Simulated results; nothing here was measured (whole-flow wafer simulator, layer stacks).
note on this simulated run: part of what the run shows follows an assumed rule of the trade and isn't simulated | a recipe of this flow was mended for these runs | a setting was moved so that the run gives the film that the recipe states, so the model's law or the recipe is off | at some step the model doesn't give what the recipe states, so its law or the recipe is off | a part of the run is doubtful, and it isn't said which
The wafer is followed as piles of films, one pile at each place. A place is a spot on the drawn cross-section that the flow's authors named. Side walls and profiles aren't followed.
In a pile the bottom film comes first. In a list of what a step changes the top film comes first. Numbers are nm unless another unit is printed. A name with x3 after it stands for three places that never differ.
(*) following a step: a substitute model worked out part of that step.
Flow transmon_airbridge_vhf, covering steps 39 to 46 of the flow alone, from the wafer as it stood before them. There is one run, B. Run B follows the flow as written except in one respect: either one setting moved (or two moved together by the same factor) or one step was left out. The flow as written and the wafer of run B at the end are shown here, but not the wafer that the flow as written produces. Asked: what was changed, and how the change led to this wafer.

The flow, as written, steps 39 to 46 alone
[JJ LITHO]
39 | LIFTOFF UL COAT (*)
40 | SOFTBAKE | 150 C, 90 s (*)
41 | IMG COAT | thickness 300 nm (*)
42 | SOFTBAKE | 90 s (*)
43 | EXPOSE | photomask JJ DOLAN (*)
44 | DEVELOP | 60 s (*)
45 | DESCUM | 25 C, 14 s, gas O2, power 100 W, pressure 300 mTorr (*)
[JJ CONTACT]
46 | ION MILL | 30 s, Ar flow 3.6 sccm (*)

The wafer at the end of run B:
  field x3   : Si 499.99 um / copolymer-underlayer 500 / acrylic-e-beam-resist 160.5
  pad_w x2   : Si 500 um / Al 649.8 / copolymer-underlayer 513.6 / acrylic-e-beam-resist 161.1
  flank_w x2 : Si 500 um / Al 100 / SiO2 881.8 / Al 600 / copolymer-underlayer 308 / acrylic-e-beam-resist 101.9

The reason: step 41, IMG COAT: thickness 192 nm was run, though the flow has thickness 300 nm.

How this came from the change, step by step:
  41 | IMG COAT | thickness 300 nm (*)
      field x3, jj_line, ground_far x3: acrylic-e-beam-resist gains 192 (new film) (as written it would have been: acrylic-e-beam-resist gains 300 (new film))
      pad_w x2: acrylic-e-beam-resist gains 192.7 (new film) (as written it would have been: acrylic-e-beam-resist gains 300.2 (new film))
      (also at 8 further places)
  44 | DEVELOP | 60 s (*)
      jj_line: acrylic-e-beam-resist loses 192 (all of it), copolymer-underlayer loses 500 (all of it) (as written it would have been: acrylic-e-beam-resist loses 300 (all of it), copolymer-underlayer loses 500 (all of it))
